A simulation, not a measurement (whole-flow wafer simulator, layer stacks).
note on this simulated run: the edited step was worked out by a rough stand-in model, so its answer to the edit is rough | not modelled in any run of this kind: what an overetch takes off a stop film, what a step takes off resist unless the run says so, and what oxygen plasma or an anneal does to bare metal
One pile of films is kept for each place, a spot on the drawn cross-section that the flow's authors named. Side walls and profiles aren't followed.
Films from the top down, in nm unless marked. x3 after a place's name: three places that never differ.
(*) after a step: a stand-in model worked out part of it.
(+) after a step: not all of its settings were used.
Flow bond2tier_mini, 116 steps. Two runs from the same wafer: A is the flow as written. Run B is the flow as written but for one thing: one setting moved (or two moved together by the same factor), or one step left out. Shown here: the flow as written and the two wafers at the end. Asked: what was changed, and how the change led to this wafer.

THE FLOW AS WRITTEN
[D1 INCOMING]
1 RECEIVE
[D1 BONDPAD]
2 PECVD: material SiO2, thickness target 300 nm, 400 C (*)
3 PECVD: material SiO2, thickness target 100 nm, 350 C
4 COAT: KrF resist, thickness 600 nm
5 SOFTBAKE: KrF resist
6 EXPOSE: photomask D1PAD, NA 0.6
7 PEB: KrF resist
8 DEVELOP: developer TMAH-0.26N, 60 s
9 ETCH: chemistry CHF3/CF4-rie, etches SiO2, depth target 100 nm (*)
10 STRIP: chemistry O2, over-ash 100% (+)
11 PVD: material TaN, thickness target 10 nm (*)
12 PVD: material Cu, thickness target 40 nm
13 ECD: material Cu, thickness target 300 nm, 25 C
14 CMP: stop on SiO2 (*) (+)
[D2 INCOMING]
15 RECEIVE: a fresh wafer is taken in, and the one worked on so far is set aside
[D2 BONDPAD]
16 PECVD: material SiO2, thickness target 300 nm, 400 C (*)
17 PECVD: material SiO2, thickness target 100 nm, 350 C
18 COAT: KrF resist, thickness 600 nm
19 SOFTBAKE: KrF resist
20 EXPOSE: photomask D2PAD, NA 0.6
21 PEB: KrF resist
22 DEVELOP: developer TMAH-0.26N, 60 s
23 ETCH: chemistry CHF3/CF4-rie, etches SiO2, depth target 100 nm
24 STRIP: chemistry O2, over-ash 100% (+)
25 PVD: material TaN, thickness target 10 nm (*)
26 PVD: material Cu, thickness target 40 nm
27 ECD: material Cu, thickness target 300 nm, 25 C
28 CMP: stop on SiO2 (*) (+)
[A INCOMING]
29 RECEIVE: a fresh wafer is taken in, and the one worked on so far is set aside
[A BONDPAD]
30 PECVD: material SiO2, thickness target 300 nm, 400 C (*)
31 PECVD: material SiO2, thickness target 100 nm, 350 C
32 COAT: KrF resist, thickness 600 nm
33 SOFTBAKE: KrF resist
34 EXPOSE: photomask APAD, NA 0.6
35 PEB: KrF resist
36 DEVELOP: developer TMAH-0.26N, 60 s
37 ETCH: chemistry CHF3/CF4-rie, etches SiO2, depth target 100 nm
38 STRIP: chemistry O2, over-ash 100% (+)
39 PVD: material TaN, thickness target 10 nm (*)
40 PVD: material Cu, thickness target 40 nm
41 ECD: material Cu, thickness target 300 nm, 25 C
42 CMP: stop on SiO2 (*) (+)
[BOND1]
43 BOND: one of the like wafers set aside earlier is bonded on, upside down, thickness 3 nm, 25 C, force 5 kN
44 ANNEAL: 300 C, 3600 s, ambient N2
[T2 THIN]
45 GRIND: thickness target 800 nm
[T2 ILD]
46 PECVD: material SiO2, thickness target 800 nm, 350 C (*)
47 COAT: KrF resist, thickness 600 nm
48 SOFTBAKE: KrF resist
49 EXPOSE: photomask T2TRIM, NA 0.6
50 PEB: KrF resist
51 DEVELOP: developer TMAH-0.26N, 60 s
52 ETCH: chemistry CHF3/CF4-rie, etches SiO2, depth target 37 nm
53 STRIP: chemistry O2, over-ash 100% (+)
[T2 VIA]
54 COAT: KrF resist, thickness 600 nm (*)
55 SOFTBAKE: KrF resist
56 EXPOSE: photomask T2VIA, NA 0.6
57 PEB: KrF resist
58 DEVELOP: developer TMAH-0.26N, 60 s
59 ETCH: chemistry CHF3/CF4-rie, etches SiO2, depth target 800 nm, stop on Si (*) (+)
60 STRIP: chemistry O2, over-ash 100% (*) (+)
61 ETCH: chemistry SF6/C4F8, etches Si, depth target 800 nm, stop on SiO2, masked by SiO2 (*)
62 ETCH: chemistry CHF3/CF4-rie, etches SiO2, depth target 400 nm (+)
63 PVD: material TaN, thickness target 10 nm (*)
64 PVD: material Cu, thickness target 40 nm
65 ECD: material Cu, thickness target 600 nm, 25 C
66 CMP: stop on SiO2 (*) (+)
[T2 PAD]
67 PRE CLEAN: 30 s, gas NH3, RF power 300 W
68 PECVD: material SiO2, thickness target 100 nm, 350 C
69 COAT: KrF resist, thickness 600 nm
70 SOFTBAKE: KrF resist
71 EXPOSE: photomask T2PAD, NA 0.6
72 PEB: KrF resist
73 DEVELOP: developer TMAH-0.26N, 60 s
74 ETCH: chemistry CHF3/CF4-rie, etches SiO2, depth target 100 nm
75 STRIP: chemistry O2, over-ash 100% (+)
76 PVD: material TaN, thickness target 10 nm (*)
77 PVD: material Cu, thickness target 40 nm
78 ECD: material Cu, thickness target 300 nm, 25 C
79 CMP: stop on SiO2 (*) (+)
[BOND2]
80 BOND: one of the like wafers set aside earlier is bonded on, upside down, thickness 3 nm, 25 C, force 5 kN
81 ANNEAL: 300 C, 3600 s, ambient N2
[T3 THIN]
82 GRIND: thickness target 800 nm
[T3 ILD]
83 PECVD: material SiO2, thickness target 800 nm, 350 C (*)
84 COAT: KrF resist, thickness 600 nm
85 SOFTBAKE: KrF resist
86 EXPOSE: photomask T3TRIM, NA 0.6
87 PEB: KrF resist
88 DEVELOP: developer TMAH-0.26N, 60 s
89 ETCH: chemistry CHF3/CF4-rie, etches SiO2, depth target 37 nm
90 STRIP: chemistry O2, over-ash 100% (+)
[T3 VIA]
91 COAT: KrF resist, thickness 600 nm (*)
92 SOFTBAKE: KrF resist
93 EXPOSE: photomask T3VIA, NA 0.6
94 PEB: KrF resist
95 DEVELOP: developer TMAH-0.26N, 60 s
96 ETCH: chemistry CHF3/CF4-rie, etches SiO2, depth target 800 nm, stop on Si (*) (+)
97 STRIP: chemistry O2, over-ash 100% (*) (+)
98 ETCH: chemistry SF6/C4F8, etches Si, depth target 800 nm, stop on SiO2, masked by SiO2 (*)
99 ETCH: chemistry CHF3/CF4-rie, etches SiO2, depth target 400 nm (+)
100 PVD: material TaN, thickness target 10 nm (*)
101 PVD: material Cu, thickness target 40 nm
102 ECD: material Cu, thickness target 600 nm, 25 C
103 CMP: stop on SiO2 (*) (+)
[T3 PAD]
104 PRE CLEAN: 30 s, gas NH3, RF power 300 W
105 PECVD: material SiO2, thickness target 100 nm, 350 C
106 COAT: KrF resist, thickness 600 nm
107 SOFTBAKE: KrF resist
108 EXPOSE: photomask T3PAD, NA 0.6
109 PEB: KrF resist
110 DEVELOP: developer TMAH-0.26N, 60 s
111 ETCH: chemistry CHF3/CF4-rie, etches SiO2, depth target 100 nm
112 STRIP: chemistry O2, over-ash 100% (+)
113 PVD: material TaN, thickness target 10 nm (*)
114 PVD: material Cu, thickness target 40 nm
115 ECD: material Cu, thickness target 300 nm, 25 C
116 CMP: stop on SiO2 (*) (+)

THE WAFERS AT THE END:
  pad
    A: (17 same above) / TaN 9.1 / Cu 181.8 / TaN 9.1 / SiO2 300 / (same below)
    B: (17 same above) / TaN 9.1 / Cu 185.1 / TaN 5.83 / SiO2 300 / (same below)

The cause: step 39, PVD: thickness target 6.4 nm was run, where the flow has thickness target 10 nm.

How the change led to this, step by step:
  39 PVD: material TaN, thickness target 10 nm (*)
      field: A TaN +10 (new film) | B TaN +6.4 (new film)
      pad: A TaN +9.1 (new film) | B TaN +5.83 (new film)
      (and at 1 more place)
  42 CMP: stop on SiO2 (*) (+)
      field: A Cu -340 (all of it), TaN -10 (all of it) | B Cu -340 (all of it), TaN -6.4 (all of it)
